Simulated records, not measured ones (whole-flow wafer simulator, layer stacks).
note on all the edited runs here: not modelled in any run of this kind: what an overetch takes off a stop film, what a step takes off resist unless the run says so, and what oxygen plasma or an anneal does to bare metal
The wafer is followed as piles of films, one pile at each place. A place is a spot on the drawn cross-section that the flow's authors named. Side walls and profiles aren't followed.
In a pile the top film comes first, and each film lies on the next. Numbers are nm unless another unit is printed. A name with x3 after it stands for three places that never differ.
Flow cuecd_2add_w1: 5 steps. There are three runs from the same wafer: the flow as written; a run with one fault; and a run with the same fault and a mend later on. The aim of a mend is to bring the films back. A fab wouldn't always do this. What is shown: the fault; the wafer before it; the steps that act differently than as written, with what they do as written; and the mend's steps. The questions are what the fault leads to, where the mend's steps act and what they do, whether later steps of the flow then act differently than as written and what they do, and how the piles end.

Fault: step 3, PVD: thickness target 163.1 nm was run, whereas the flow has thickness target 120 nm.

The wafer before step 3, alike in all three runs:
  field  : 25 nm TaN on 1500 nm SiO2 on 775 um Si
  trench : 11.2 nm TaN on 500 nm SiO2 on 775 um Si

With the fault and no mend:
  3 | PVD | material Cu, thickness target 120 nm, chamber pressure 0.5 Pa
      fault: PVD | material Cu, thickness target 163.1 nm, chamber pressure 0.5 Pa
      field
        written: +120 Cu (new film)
        fault: +163.1 Cu (new film)
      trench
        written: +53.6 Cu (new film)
        fault: +71.9 Cu (new film)
  None of the later steps of the flow differs from how it acts as written, at any place that is followed, by more than 2% or 0.5 nm, whichever is larger.
  By the end, the piles at field depart from the flow's by more than 2% or 0.5 nm, whichever is larger.
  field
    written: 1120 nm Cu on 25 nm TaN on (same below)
    fault: 1163.1 nm Cu on 25 nm TaN on (same below)

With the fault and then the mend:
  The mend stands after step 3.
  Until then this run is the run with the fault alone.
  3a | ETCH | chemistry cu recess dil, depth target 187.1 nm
      field
        -163.1 Cu (all of it)
      trench
        -71.9 Cu (all of it)
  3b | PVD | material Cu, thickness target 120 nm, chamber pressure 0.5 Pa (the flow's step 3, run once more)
      field
        +120 Cu (new film)
      trench
        +53.6 Cu (new film)
  None of the later steps of the flow acts differently than as written at any place that is followed.
  The piles end the same as the flow's at every place that both follow.
